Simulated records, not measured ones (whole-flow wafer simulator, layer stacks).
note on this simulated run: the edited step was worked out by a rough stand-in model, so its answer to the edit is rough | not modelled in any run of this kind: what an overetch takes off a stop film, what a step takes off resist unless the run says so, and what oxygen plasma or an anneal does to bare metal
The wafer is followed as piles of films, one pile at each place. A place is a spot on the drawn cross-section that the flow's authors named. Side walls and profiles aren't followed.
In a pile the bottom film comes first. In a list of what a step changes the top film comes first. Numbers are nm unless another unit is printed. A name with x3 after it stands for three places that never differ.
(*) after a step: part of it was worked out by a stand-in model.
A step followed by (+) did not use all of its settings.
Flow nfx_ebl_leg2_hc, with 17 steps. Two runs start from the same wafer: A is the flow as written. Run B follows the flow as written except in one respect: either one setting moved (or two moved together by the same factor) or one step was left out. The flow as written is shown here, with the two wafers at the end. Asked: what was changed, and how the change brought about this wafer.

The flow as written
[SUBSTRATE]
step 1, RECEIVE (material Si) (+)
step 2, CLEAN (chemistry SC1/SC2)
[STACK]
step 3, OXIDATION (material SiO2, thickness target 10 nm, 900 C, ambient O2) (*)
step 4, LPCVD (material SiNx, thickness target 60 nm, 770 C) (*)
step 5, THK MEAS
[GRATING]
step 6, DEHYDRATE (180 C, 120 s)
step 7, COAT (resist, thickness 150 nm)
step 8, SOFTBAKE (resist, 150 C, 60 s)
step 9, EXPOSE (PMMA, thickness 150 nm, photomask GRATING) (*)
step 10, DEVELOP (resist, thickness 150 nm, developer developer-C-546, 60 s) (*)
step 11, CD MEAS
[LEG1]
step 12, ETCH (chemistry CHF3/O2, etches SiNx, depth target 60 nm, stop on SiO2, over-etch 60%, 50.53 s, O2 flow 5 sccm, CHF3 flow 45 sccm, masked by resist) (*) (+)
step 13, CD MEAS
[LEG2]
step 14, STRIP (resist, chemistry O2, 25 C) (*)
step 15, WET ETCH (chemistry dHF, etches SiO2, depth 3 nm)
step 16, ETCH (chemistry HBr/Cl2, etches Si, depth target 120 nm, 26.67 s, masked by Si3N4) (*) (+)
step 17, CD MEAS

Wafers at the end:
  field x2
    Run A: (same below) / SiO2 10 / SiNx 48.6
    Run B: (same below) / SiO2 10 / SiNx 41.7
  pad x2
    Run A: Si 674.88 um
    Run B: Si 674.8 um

Cause: step 16, ETCH: depth target 192 nm was run, whereas the flow has depth target 120 nm; step 16, ETCH: 42.67 s was run, where the flow has 26.67 s.

How this came from the change, step by step:
  step 16, ETCH (chemistry HBr/Cl2, etches Si, depth target 120 nm, 26.67 s, masked by Si3N4) (*) (+)
      field x2: A SiNx loses 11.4 | B SiNx loses 18.3
      pad x2: A Si loses 120 | B Si loses 192
